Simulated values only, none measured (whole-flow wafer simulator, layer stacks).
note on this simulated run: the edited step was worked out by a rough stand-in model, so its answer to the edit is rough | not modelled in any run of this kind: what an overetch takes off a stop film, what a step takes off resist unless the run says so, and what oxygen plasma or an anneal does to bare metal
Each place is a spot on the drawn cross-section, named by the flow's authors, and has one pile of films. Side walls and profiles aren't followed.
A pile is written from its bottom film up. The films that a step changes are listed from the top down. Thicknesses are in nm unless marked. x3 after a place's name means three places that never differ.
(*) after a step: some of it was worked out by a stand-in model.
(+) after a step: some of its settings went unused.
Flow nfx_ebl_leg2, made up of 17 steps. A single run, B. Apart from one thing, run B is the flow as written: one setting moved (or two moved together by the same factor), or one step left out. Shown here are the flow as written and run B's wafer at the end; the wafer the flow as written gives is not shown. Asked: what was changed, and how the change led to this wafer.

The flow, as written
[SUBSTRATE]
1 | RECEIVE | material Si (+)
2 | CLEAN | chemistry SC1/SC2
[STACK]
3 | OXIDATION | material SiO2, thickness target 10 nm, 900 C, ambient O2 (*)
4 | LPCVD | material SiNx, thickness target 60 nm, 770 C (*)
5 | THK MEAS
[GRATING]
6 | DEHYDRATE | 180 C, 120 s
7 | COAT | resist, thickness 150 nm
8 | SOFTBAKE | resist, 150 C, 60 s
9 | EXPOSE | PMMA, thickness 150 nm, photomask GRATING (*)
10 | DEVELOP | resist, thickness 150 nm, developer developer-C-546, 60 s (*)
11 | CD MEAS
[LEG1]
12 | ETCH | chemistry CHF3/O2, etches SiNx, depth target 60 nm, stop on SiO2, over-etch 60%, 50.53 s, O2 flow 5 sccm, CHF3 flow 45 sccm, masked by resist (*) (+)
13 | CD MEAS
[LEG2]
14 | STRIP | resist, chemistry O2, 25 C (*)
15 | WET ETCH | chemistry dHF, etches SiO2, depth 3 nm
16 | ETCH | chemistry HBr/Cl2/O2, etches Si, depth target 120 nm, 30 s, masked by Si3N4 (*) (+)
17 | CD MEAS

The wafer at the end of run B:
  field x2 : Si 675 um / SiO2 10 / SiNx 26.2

What caused this: step 4, LPCVD: thickness target 33 nm was run, though the flow has thickness target 60 nm.

How this came from the change, step by step:
  4 | LPCVD | material SiNx, thickness target 60 nm, 770 C (*)
      field x2, pad x2: SiNx gains 33 (new film) (as written it would have been: SiNx gains 60 (new film))
  12 | ETCH | chemistry CHF3/O2, etches SiNx, depth target 60 nm, stop on SiO2, over-etch 60%, 50.53 s, O2 flow 5 sccm, CHF3 flow 45 sccm, masked by resist (*) (+)
      pad x2: SiNx loses 33 (all of it), SiO2 loses 10 (all of it) (as written it would have been: SiNx loses 60 (all of it), SiO2 loses 10 (all of it))
